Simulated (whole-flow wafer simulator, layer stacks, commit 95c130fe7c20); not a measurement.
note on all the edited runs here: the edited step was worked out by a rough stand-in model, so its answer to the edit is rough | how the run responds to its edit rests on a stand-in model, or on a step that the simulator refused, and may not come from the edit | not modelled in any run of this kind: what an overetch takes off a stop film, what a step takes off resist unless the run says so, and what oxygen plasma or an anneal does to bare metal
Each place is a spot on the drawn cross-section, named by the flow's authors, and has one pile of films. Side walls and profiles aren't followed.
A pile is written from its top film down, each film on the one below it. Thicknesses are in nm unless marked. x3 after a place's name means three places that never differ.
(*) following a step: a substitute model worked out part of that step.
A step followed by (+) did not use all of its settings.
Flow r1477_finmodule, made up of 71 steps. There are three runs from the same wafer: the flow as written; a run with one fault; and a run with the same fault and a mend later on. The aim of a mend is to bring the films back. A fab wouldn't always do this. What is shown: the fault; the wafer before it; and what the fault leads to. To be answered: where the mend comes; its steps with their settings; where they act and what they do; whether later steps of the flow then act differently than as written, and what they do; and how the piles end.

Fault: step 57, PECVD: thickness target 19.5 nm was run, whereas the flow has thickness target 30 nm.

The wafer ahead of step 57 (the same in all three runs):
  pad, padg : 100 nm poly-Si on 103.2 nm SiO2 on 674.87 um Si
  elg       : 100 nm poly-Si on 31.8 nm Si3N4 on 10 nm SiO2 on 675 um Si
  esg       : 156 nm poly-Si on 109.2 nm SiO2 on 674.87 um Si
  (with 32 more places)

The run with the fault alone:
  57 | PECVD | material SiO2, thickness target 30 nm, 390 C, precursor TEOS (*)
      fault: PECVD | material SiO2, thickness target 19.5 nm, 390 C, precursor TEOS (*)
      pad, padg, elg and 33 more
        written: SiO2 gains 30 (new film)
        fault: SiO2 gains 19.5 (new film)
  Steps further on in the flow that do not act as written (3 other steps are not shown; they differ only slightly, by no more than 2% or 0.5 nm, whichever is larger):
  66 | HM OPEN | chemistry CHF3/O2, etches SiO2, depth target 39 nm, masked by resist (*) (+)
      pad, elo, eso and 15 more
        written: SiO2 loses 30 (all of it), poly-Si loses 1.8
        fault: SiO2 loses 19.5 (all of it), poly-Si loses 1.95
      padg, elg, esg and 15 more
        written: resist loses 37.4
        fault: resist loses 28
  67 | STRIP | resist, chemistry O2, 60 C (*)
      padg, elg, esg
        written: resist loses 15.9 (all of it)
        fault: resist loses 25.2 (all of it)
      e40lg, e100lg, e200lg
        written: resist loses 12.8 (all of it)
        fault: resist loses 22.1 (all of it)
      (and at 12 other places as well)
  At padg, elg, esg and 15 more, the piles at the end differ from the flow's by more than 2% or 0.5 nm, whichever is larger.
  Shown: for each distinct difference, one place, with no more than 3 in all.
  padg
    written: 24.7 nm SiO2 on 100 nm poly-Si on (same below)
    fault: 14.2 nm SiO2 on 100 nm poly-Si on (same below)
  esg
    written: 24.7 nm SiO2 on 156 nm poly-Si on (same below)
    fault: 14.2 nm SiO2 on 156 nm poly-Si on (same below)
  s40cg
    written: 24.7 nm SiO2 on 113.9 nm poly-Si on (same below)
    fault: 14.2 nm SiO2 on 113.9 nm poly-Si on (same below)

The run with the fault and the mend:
  After step 64 comes the mend.
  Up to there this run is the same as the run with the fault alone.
  64a | STRIP | resist, chemistry O2, 60 C
      padg, elg, esg
        resist loses 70 (all of it)
      e40lg, e100lg, e200lg
        resist loses 66.9 (all of it)
      s40sg, s45sg
        resist loses 91 (all of it)
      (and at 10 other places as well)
  64b | PECVD | material SiO2, thickness target 10.5 nm, 390 C, precursor TEOS (*) (the flow's step 57, run once more with other settings)
      pad, padg, elg and 33 more
        SiO2 gains 10.5
  64c | COAT | resist, thickness 70 nm (*) (the flow's step 60, run once more)
      e40lg, e100lg, e200lg, elo, e40lo, e100lo, e200lo
        resist gains 66.9 (new film)
      pad, padg, elg, esg
        resist gains 70 (new film)
      s40sg, s45sg, s40so, s45so
        resist gains 91 (new film)
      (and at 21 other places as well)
  64d | SOFTBAKE | 180 C, 180 s (*) (the flow's step 61, run once more)
      alters no film at any place that is followed
  64e | EXPOSE | resist, photomask GATE (the flow's step 62, run once more)
      alters no film at any place that is followed
  64f | DEVELOP (*) (the flow's step 63, run once more)
      elo, e40lo, e100lo, e200lo
        resist loses 66.9 (all of it)
      eso, e40so
        resist loses 129.5 (all of it)
      s40so, s45so
        resist loses 91 (all of it)
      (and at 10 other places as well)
  None of the later steps of the flow acts differently than as written at any place that is followed.
  The piles end the same as the flow's at every place that both follow.
